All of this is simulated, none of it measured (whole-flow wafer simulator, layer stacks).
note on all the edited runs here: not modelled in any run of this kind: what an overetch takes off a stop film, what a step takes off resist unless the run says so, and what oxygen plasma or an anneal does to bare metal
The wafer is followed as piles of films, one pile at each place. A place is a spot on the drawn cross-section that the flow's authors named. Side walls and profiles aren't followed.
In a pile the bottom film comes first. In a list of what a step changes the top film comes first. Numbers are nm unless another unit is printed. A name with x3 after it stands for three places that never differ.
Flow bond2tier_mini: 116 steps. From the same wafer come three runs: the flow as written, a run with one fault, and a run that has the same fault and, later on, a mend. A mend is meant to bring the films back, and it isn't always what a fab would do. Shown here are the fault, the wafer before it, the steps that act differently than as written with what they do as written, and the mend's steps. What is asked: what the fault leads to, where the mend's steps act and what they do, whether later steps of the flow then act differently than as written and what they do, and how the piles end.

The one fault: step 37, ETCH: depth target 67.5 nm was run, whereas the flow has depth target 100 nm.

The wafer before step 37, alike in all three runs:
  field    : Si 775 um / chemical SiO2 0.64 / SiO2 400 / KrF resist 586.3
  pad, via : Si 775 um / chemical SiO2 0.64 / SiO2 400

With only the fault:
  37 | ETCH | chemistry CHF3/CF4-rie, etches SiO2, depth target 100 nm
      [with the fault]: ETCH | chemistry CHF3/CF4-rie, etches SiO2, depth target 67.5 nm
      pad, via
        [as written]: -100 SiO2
        [with the fault]: -67.5 SiO2
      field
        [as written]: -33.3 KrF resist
        [with the fault]: -22.5 KrF resist
  Steps later in the flow that act otherwise than as written (2 more steps, not shown, differ only slightly: by at most 2% or 0.5 nm, whichever is larger):
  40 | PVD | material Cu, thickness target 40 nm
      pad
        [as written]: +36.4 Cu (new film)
        [with the fault]: +37.6 Cu (new film)
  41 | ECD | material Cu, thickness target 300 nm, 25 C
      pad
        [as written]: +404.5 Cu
        [with the fault]: +370.6 Cu
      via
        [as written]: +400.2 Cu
        [with the fault]: +367.6 Cu
  By the end, the piles at pad depart from the flow's by more than 2% or 0.5 nm, whichever is larger.
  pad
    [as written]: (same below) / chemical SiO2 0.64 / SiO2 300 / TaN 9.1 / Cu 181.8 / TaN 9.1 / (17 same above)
    [with the fault]: (same below) / chemical SiO2 0.64 / SiO2 332.5 / TaN 9.39 / Cu 149 / TaN 9.1 / (17 same above)

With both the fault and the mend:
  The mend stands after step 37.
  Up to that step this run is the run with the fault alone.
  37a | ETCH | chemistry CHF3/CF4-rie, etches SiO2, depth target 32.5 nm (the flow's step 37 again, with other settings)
      pad, via
        -32.5 SiO2
      field
        -10.8 KrF resist
  Every later step of the flow that is run acts as written at every place that is followed.
  At every place that both follow, the piles at the end match the flow's.
